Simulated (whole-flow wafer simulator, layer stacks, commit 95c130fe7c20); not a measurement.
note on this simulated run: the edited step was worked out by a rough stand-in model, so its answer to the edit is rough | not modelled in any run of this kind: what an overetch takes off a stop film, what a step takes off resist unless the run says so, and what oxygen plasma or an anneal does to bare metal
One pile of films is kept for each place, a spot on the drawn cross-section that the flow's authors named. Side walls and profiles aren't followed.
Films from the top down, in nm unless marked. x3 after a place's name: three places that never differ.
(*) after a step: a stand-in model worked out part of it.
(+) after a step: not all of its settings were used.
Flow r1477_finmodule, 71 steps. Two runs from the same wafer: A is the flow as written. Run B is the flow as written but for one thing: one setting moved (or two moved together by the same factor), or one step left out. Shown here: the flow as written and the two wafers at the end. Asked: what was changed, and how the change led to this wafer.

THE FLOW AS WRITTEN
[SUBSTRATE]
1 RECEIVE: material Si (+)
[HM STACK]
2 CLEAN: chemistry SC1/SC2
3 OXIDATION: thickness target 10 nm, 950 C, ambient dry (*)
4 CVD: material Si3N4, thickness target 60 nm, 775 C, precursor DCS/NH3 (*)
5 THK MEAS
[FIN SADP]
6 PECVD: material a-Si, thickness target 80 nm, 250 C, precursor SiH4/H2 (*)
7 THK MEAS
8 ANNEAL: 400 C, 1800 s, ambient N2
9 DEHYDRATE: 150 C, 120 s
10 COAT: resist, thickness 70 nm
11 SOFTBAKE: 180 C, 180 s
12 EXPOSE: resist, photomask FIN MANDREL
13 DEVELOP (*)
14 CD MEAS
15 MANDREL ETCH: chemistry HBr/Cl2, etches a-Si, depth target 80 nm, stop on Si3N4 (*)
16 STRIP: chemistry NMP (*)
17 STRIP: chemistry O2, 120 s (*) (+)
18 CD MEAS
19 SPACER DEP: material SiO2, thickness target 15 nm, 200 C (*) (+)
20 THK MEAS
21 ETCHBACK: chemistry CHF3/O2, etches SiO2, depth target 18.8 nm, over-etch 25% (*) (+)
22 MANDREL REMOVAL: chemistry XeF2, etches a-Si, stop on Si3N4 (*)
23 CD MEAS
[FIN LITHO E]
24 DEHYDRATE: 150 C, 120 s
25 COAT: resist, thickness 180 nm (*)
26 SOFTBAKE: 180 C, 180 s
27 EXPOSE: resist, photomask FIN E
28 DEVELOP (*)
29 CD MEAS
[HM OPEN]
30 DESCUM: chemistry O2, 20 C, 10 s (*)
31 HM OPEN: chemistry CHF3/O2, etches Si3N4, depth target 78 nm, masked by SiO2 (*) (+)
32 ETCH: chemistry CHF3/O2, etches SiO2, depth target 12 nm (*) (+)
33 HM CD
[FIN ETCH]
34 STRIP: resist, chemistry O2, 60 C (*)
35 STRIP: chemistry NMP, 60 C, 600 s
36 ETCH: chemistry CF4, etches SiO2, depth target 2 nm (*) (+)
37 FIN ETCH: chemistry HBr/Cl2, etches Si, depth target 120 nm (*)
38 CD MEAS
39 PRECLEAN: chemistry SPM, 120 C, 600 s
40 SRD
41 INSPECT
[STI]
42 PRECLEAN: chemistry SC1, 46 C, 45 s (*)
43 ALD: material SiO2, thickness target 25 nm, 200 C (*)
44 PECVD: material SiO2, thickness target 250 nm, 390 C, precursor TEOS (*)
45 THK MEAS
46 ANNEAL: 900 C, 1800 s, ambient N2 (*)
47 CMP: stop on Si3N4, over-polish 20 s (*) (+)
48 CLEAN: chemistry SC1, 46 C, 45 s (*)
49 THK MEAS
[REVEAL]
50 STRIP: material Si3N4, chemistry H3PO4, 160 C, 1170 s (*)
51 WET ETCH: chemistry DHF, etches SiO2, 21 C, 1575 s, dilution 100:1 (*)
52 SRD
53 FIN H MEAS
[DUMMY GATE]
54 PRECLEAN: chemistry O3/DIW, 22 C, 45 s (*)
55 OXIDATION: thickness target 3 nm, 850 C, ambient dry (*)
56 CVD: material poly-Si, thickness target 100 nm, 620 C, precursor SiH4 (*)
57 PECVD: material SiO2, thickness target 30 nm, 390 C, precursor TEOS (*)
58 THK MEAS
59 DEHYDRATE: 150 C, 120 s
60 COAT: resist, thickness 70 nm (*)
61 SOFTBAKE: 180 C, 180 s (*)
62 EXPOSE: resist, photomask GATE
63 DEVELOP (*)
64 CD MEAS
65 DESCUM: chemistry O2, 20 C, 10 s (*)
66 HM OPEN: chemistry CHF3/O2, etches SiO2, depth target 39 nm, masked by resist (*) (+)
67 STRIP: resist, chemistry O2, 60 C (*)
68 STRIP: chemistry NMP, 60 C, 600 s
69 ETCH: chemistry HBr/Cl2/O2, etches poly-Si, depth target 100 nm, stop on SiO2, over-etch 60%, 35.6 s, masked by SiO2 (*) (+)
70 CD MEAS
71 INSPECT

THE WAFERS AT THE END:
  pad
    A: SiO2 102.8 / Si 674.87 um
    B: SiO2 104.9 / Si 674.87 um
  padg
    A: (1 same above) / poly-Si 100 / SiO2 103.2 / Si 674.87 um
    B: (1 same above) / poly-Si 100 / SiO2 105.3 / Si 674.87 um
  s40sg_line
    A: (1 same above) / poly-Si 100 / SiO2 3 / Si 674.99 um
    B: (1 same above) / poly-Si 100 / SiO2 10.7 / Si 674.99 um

The cause: step 55, OXIDATION: 956 C was run, where the flow has 850 C.

How the change led to this, step by step:
  55 OXIDATION: thickness target 3 nm, 850 C, ambient dry (*)
      pad, padg, e40sg and 11 more: A SiO2 +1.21, chemical SiO2 -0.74 (all of it), Si -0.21 | B SiO2 +3.27, chemical SiO2 -0.74 (all of it), Si -1.11
      s40cg, s45cg, s50cg, s40co, s45co, s50co: A SiO2 +1.2, chemical SiO2 -0.74 (all of it), Si -0.2 | B SiO2 +3.21, chemical SiO2 -0.74 (all of it), Si -1.08
      (and at 8 more places)
  56 CVD: material poly-Si, thickness target 100 nm, 620 C, precursor SiH4 (*)
      s40cg, s40co: A poly-Si +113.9 (new film) | B poly-Si +117.1 (new film)
      s45cg, s45co: A poly-Si +113.4 (new film) | B poly-Si +116.6 (new film)
      (and at 2 more places)
  60 COAT: resist, thickness 70 nm (*)
      s40sg, s40so: A resist +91 (new film) | B resist +94.1 (new film)
      s45sg, s45so: A resist +91 (new film) | B resist +94 (new film)
      (and at 2 more places)
  63 DEVELOP (*)
      s40so: A resist -91 (all of it) | B resist -94.1 (all of it)
      s45so: A resist -91 (all of it) | B resist -94 (all of it)
      (and at 1 more place)
  67 STRIP: resist, chemistry O2, 60 C (*)
      s40sg: A resist -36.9 (all of it) | B resist -40 (all of it)
      s45sg: A resist -36.9 (all of it) | B resist -39.9 (all of it)
      (and at 1 more place)
  69 ETCH: chemistry HBr/Cl2/O2, etches poly-Si, depth target 100 nm, stop on SiO2, over-etch 60%, 35.6 s, masked by SiO2 (*) (+)
      s40co: A chemical SiO2 -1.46 (all of it), poly-Si -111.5 (all of it), SiO2 -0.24 | B chemical SiO2 -1.45 (all of it), poly-Si -114.7 (all of it), SiO2 -0.23
      s45co: A chemical SiO2 -1.46 (all of it), poly-Si -110.9 (all of it), SiO2 -0.25 | B chemical SiO2 -1.45 (all of it), poly-Si -114.1 (all of it), SiO2 -0.23
      (and at 1 more place)
